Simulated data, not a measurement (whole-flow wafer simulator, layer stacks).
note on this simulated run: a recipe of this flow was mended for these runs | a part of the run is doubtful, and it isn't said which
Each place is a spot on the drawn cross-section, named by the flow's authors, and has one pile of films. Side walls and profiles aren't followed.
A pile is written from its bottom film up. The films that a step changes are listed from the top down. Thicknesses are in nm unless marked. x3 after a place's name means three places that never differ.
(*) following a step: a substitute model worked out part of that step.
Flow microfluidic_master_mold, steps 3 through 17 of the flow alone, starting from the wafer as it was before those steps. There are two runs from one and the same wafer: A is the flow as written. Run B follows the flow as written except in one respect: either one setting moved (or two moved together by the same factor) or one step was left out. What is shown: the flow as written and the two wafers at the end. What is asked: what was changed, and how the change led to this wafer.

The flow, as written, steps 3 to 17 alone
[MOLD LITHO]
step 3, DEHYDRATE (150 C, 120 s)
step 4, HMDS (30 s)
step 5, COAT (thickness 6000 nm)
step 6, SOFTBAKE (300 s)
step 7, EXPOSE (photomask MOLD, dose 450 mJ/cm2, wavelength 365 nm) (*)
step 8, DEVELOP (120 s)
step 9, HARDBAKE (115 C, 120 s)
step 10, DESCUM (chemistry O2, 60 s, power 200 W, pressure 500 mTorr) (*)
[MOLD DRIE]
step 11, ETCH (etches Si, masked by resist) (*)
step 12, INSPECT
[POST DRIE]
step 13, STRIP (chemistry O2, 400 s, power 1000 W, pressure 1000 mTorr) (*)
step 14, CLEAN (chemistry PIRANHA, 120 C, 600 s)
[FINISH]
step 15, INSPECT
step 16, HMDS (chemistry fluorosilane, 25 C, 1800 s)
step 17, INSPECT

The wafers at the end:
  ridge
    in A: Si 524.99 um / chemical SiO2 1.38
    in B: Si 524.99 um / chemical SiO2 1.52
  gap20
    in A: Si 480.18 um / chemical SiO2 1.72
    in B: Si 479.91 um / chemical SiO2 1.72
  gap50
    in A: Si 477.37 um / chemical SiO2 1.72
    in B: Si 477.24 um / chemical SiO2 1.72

Cause: step 5, COAT: thickness 4200 nm was run, though the flow has thickness 6000 nm.

The path from the change to this, step by step:
  step 5, COAT (thickness 6000 nm)
      ridge, gap20, gap50, gap200 x2: A +6000 thick-i-line-resist (new film) | B +4200 thick-i-line-resist (new film)
  step 8, DEVELOP (120 s)
      gap20, gap50, gap200 x2: A -6000 thick-i-line-resist (all of it) | B -4200 thick-i-line-resist (all of it)
  step 9, HARDBAKE (115 C, 120 s)
      ridge: A -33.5 thick-i-line-resist | B -20.2 thick-i-line-resist
  step 11, ETCH (etches Si, masked by resist) (*)
      gap20: A -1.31 chemical SiO2 (all of it), -44.81 um Si | B -1.31 chemical SiO2 (all of it), -45.08 um Si
      gap50: A -1.31 chemical SiO2 (all of it), -47.62 um Si | B -1.31 chemical SiO2 (all of it), -47.75 um Si
  step 13, STRIP (chemistry O2, 400 s, power 1000 W, pressure 1000 mTorr) (*)
      ridge: A -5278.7 thick-i-line-resist (all of it), +0.78 chemical SiO2, -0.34 Si | B -3492.1 thick-i-line-resist (all of it), +0.92 chemical SiO2, -0.41 Si
